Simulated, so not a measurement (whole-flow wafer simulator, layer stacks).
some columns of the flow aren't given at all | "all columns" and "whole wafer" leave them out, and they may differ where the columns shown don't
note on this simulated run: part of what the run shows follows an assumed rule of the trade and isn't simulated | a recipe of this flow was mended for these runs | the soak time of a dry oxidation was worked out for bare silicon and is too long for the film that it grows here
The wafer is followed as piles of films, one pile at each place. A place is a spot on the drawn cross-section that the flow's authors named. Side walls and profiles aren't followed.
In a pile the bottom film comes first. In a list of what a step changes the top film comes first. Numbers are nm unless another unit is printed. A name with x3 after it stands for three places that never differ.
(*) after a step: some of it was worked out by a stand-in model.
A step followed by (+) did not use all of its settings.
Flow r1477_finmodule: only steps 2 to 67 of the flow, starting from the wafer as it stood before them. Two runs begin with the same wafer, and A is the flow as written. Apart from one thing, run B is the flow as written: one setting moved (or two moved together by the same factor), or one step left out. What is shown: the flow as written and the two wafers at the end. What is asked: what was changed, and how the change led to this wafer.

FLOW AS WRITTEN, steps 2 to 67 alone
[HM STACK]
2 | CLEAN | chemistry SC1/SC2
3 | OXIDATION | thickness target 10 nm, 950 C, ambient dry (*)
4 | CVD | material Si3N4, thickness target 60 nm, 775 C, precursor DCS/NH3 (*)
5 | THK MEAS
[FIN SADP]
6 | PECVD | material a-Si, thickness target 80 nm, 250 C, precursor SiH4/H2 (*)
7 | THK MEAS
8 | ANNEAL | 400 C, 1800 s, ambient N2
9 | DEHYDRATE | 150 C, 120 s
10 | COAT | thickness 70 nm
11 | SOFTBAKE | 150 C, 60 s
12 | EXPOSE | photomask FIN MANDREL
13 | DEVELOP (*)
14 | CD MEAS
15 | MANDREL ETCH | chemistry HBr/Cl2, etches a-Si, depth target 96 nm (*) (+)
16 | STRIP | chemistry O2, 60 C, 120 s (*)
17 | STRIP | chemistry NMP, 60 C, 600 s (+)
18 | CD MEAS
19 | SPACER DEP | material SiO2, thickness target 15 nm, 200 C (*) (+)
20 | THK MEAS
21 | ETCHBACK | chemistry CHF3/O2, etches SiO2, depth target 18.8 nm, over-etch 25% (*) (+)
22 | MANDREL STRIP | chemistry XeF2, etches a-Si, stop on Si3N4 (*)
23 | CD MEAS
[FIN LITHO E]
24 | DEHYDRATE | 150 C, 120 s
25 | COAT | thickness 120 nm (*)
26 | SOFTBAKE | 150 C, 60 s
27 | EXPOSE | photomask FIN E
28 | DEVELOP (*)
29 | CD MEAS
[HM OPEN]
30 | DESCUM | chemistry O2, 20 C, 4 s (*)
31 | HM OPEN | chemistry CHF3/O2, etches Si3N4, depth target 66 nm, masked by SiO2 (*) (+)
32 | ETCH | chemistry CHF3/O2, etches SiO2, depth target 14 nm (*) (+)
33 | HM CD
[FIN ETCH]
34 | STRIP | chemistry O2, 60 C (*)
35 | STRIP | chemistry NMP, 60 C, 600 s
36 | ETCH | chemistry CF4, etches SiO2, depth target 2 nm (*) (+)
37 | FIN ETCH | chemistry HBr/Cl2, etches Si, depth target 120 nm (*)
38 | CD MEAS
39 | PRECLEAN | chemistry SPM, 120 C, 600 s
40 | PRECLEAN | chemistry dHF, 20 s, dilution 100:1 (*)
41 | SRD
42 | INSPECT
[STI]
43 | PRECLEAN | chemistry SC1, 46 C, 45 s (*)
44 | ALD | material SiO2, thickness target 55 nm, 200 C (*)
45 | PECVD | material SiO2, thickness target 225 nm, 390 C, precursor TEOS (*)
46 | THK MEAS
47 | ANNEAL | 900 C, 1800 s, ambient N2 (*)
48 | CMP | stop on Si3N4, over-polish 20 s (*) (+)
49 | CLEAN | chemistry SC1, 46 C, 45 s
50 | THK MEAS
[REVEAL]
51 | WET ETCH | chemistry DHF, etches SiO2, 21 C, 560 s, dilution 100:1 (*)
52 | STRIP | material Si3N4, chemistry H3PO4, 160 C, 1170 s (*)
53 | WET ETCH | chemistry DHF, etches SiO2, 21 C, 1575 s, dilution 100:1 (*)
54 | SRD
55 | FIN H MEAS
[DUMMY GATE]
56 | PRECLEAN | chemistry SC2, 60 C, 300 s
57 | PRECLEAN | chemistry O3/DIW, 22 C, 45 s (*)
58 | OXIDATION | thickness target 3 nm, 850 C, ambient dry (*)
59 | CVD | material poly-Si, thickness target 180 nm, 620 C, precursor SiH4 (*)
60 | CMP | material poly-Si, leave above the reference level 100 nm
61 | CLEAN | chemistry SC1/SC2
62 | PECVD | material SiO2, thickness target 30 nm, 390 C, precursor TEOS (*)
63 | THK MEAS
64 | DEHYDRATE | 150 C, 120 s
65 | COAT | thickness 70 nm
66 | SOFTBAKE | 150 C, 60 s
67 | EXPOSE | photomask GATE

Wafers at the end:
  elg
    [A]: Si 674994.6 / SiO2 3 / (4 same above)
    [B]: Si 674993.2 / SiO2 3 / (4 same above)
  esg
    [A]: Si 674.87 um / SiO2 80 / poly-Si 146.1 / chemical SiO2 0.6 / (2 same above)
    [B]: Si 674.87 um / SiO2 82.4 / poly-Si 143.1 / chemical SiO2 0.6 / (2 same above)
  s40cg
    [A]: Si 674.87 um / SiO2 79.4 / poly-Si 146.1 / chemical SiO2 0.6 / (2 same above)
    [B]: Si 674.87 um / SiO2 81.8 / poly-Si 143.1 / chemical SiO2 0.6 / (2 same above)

The reason: step 3, OXIDATION: thickness target 13 nm was run, though the flow has thickness target 10 nm.

The path from the change to this, step by step:
  3 | OXIDATION | thickness target 10 nm, 950 C, ambient dry (*)
      pad, padg, elg and 33 more: A SiO2 gains 10 (new film), chemical SiO2 loses 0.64 (all of it), Si loses 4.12 | B SiO2 gains 13 (new film), chemical SiO2 loses 0.64 (all of it), Si loses 5.44
  32 | ETCH | chemistry CHF3/O2, etches SiO2, depth target 14 nm (*) (+)
      pad, padg, esg and 13 more: A SiO2 loses 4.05 (all of it), Si loses 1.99 | B SiO2 loses 7.05 (all of it), Si loses 1.39
      s40cg, s45cg, s50cg, s40co, s45co, s50co: A SiO2 loses 7 (all of it), Si loses 1.4 | B SiO2 loses 10 (all of it), Si loses 0.8
  48 | CMP | stop on Si3N4, over-polish 20 s (*) (+)
      pad, padg: A SiO2 loses 79.4 | B SiO2 loses 77
  53 | WET ETCH | chemistry DHF, etches SiO2, 21 C, 1575 s, dilution 100:1 (*)
      elg, e40lg, e100lg, e200lg, elo, e40lo, e100lo, e200lo: A SiO2 loses 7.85 (all of it) | B SiO2 loses 10.9 (all of it)
      s40sg_line, s45sg_line, s50sg_line, s40so_line, s45so_line, s50so_line: A SiO2 loses 8.51 (all of it) | B SiO2 loses 11.5 (all of it)
  60 | CMP | material poly-Si, leave above the reference level 100 nm
      pad, padg: A poly-Si loses 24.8 | B poly-Si loses 27.8
